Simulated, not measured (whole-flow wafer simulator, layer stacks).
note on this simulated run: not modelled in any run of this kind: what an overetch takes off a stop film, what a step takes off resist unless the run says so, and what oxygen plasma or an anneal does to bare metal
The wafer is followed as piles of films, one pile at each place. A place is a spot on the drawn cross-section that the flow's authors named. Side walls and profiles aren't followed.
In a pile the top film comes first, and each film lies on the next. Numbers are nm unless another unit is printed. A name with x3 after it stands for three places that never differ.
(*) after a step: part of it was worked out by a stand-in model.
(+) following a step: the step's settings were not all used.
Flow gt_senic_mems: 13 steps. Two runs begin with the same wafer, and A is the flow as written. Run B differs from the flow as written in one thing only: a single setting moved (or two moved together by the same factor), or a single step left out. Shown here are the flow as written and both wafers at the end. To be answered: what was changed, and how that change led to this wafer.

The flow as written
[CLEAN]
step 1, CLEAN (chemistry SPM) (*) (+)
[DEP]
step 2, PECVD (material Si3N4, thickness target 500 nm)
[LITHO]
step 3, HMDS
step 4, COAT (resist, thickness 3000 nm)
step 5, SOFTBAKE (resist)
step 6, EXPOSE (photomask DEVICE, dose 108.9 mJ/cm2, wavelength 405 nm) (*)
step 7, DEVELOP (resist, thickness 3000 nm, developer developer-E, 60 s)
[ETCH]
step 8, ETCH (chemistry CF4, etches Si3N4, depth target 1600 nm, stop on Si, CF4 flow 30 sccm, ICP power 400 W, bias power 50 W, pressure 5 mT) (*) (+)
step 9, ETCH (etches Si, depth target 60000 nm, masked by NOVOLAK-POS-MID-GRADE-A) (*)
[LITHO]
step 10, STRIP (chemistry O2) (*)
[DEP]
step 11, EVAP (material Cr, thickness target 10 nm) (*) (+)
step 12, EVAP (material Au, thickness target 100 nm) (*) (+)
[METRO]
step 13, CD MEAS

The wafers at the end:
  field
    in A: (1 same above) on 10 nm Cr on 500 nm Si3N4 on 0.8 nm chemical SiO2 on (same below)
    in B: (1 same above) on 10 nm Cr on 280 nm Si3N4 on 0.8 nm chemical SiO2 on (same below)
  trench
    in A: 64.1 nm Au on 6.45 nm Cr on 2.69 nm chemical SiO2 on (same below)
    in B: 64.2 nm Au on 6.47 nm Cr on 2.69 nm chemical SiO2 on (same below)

Cause: step 2, PECVD: thickness target 280 nm was run, while the flow as written has thickness target 500 nm.
The wafer itself shows it: field has Si3N4 280, and step 2 as written asks for 500 nm.

Step by step, how the change led to this:
  step 2, PECVD (material Si3N4, thickness target 500 nm)
      field, trench: A +500 Si3N4 (new film) | B +280 Si3N4 (new film)
  step 8, ETCH (chemistry CF4, etches Si3N4, depth target 1600 nm, stop on Si, CF4 flow 30 sccm, ICP power 400 W, bias power 50 W, pressure 5 mT) (*) (+)
      field: A -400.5 resist | B -253.9 resist
      trench: A -500 Si3N4 (all of it), -0.8 chemical SiO2 (all of it) | B -280 Si3N4 (all of it), -0.8 chemical SiO2 (all of it)
  step 10, STRIP (chemistry O2) (*)
      field: A -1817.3 resist (all of it) | B -1964 resist (all of it)
